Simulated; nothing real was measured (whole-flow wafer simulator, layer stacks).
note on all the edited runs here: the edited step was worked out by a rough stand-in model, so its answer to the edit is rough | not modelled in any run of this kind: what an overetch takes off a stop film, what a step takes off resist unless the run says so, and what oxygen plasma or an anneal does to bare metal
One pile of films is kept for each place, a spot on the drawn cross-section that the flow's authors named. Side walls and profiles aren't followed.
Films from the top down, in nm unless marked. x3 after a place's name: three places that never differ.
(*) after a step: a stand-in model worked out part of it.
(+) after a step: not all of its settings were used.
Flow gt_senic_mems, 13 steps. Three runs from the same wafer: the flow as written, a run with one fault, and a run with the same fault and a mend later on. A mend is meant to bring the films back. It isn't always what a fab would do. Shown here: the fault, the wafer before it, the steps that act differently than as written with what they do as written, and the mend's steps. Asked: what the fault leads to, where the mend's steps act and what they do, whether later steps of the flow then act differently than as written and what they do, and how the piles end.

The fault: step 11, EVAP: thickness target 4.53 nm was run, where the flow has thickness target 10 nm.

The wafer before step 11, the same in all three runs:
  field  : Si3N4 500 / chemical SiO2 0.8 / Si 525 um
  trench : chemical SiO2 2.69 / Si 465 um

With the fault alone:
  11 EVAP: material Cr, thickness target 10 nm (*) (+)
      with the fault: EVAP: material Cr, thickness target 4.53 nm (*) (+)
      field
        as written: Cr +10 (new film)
        with the fault: Cr +4.53 (new film)
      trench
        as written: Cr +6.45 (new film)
        with the fault: Cr +2.93 (new film)
  No later step of the flow acts differently than as written at any place that is followed.
  At the end the piles differ from the flow's by more than 2% or 0.5 nm, whichever is larger, at field, trench.
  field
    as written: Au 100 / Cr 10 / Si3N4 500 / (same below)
    with the fault: Au 100 / Cr 4.53 / Si3N4 500 / (same below)
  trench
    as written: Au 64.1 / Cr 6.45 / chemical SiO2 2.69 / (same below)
    with the fault: Au 64.1 / Cr 2.93 / chemical SiO2 2.69 / (same below)

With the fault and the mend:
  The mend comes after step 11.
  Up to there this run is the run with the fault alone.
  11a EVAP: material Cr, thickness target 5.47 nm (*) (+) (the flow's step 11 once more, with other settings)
      field
        Cr +5.47
      trench
        Cr +3.53
  No later step of the flow acts differently than as written at any place that is followed.
  At the end the piles differ from the flow's only slightly at the places that both follow, by at most 2% or 0.5 nm, whichever is larger.
